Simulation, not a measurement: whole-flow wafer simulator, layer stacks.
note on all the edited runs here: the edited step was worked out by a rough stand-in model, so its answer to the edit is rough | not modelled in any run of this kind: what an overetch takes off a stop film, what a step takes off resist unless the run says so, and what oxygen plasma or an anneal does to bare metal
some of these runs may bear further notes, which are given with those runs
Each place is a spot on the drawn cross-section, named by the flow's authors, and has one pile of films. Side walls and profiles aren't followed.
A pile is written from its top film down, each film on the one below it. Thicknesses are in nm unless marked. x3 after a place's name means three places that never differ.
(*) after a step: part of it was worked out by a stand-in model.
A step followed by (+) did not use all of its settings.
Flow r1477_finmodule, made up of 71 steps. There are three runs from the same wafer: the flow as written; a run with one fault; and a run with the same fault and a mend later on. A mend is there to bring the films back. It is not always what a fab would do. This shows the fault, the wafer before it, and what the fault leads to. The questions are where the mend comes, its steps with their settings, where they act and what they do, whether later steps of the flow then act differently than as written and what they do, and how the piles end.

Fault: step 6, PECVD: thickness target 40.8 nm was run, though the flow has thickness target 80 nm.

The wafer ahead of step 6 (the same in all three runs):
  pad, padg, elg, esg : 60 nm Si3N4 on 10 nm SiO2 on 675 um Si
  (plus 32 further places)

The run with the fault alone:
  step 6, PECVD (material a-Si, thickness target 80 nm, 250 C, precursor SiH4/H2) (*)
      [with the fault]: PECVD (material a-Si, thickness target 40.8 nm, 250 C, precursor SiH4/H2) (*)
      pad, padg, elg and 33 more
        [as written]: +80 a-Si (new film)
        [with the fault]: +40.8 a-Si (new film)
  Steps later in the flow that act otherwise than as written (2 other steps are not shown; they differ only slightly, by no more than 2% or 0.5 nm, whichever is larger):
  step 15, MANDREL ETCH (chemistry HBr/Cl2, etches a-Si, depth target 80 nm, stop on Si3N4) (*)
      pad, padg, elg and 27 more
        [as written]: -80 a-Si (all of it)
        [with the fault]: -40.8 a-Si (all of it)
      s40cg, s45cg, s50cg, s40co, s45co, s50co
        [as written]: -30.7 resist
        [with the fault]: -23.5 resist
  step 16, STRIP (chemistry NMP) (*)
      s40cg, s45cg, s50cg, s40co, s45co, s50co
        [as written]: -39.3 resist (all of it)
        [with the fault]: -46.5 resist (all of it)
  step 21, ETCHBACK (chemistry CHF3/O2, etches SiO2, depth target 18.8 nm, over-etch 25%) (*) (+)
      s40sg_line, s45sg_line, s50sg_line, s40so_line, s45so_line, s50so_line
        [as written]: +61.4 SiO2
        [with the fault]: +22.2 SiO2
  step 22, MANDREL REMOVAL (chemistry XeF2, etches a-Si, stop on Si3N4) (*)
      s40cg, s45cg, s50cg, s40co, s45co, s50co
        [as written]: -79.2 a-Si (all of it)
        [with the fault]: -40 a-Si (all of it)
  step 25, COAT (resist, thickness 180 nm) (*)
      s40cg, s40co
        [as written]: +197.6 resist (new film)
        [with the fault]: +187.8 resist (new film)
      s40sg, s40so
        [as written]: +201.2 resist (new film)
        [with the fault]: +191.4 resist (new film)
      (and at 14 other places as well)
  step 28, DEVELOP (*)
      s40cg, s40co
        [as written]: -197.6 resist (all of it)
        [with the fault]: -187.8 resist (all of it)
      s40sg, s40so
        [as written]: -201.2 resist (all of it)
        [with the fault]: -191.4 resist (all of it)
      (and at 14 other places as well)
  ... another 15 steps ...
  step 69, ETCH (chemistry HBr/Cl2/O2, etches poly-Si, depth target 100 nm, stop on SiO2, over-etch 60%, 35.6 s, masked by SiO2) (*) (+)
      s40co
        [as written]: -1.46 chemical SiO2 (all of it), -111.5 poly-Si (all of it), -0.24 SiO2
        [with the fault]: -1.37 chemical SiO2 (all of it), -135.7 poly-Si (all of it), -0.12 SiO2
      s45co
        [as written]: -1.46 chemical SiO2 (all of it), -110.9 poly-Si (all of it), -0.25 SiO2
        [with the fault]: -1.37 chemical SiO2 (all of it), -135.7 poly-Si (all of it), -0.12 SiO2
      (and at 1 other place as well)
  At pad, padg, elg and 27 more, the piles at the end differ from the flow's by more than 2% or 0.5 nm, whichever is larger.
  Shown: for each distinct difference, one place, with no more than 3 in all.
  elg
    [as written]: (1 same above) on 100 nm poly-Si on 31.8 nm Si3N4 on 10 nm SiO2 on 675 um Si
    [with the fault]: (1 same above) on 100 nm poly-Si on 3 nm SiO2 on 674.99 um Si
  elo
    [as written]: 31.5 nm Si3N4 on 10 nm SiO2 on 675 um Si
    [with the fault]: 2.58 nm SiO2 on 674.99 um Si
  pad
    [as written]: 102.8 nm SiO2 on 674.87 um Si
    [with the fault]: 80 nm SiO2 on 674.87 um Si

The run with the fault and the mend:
  The mend follows step 7.
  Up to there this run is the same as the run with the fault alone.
  step 7a, PECVD (material a-Si, thickness target 39.2 nm, 250 C, precursor SiH4/H2) (*) (the flow's step 6, run once more with other settings)
      pad, padg, elg and 33 more
        +39.2 a-Si
  Later steps of the flow that are run all act as written at every place that is followed.
  The piles end the same as the flow's at every place that both follow.
